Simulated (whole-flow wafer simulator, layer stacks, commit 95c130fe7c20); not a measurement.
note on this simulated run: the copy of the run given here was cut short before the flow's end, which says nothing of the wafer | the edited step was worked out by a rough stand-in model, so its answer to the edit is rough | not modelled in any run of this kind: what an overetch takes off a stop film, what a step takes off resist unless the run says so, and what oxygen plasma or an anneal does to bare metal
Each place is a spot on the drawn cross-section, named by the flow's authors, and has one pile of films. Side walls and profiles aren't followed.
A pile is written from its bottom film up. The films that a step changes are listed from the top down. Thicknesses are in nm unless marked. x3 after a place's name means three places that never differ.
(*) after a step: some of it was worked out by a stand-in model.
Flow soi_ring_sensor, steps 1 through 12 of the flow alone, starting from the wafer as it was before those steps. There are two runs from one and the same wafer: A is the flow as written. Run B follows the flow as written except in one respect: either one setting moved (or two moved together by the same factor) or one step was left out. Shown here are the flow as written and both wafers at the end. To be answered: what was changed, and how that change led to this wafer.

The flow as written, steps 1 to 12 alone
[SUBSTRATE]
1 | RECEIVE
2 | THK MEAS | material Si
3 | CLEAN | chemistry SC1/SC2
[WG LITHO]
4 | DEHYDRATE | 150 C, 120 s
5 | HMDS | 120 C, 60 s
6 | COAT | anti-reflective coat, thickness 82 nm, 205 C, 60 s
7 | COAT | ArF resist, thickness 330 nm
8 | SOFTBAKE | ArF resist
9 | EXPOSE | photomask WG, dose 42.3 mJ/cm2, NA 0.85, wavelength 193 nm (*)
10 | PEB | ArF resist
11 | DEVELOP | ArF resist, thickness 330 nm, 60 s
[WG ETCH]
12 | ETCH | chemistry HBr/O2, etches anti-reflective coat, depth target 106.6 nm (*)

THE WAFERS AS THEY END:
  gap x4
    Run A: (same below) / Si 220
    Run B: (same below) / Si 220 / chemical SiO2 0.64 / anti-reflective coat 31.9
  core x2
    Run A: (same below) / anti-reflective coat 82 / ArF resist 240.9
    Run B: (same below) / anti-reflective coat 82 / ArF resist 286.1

What caused this: step 12, ETCH: depth target 50.1 nm was run, while the flow as written has depth target 106.6 nm.

How this came from the change, step by step:
  12 | ETCH | chemistry HBr/O2, etches anti-reflective coat, depth target 106.6 nm (*)
      gap x4: A anti-reflective coat loses 82 (all of it), chemical SiO2 loses 0.64 (all of it) | B anti-reflective coat loses 50.1
      core x2: A ArF resist loses 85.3 | B ArF resist loses 40.1
